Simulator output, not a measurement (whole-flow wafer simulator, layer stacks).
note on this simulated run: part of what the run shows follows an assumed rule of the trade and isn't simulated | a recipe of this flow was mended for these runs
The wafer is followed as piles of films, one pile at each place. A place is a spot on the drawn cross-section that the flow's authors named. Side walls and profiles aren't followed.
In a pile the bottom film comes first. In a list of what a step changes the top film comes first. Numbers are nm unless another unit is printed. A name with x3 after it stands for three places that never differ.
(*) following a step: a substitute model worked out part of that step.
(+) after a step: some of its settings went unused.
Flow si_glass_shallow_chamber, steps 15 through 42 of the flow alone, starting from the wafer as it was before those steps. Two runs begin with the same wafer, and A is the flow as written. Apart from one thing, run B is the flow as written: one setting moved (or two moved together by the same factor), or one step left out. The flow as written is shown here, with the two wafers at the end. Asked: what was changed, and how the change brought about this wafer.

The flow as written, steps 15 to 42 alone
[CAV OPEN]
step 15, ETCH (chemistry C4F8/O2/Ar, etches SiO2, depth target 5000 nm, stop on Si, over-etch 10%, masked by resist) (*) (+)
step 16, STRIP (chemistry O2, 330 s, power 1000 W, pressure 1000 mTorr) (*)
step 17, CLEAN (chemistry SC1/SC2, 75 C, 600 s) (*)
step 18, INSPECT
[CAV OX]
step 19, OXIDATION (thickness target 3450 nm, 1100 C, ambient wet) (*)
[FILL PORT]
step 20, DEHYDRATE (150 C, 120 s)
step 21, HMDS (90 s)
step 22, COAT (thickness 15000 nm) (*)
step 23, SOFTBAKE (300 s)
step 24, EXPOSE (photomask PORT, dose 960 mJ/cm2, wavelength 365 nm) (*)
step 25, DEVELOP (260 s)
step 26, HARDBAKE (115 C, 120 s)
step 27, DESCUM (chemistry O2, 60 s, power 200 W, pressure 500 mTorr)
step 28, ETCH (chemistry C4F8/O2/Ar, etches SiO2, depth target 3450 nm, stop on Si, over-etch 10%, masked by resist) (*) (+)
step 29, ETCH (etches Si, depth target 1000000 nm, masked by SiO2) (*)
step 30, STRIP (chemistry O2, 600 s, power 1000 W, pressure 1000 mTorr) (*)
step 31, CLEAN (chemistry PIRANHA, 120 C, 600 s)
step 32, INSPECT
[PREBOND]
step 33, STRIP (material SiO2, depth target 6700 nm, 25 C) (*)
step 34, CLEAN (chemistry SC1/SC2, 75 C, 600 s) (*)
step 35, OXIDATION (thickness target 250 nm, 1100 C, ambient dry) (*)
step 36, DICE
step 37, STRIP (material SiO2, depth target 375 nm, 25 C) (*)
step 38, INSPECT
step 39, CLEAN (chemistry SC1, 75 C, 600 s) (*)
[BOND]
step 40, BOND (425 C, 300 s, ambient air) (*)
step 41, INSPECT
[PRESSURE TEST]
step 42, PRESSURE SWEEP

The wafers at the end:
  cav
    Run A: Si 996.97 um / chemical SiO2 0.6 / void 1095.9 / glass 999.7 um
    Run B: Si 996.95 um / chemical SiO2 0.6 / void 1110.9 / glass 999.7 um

What caused this: step 15, ETCH: over-etch 12.4% was run, though the flow has over-etch 10%.

The path from the change to this, step by step:
  step 15, ETCH (chemistry C4F8/O2/Ar, etches SiO2, depth target 5000 nm, stop on Si, over-etch 10%, masked by resist) (*) (+)
      rim, ramp, septum, ring: A thick-i-line-resist loses 1100 | B thick-i-line-resist loses 1124
      cav, port: A SiO2 loses 5000 (all of it), Si loses 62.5 | B SiO2 loses 5000 (all of it), Si loses 77.5
  step 22, COAT (thickness 15000 nm) (*)
      ramp: A thick-i-line-resist gains 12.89 um (new film) | B thick-i-line-resist gains 12.88 um (new film)
      port: A thick-i-line-resist gains 15.55 um (new film) | B thick-i-line-resist gains 15.56 um (new film)
  step 29, ETCH (etches Si, depth target 1000000 nm, masked by SiO2) (*)
      rim, ramp: A thick-i-line-resist loses 11.47 um (all of it), SiO2 loses 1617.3 | B thick-i-line-resist loses 11.46 um (all of it), SiO2 loses 1622.7
      port: A hole gains 997.05 um (new film), Si loses 997.05 um (all of it) | B hole gains 997.03 um (new film), Si loses 997.03 um (all of it)
